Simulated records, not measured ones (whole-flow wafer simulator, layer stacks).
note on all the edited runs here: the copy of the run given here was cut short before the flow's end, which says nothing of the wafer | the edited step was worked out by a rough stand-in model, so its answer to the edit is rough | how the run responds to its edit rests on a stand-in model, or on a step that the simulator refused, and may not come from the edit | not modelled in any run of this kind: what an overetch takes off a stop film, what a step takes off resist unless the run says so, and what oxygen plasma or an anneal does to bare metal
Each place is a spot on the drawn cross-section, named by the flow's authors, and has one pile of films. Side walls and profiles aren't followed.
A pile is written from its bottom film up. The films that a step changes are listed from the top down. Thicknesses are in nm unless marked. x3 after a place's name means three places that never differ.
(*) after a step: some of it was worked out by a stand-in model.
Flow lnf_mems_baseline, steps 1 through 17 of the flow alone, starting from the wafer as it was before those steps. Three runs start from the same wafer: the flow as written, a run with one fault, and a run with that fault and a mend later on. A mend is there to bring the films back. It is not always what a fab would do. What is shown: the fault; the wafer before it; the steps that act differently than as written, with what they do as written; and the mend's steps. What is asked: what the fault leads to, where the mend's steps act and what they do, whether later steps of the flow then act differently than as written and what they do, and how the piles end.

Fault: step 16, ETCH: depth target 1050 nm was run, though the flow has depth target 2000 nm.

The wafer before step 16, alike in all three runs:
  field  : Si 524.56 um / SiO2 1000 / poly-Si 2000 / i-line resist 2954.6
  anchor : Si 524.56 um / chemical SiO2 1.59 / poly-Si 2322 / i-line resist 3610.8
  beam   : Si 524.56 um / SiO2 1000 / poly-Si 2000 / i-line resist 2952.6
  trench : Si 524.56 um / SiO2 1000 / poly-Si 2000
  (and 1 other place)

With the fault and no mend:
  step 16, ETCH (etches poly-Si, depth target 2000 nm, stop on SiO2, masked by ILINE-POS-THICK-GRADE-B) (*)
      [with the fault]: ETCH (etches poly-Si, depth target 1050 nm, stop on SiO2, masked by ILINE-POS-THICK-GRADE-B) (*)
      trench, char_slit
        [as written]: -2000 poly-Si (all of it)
        [with the fault]: -1050 poly-Si
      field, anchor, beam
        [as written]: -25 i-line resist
        [with the fault]: -13.1 i-line resist
  Steps further on in the flow that do not act as written:
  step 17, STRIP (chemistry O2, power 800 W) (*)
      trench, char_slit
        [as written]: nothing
        [with the fault]: +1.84 chemical SiO2 (new film), -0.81 poly-Si
  By the end, the piles at trench, char_slit depart from the flow's by more than 2% or 0.5 nm, whichever is larger.
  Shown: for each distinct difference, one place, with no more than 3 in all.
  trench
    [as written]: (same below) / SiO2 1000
    [with the fault]: (same below) / SiO2 1000 / poly-Si 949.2 / chemical SiO2 1.84

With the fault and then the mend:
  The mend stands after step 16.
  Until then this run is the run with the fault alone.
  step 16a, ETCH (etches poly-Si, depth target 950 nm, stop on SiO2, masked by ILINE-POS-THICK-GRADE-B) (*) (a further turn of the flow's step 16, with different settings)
      field, anchor, beam
        -11.9 i-line resist
      trench, char_slit
        -950 poly-Si (all of it)
  None of the later steps of the flow acts differently than as written at any place that is followed.
  The piles end the same as the flow's at every place that both follow.
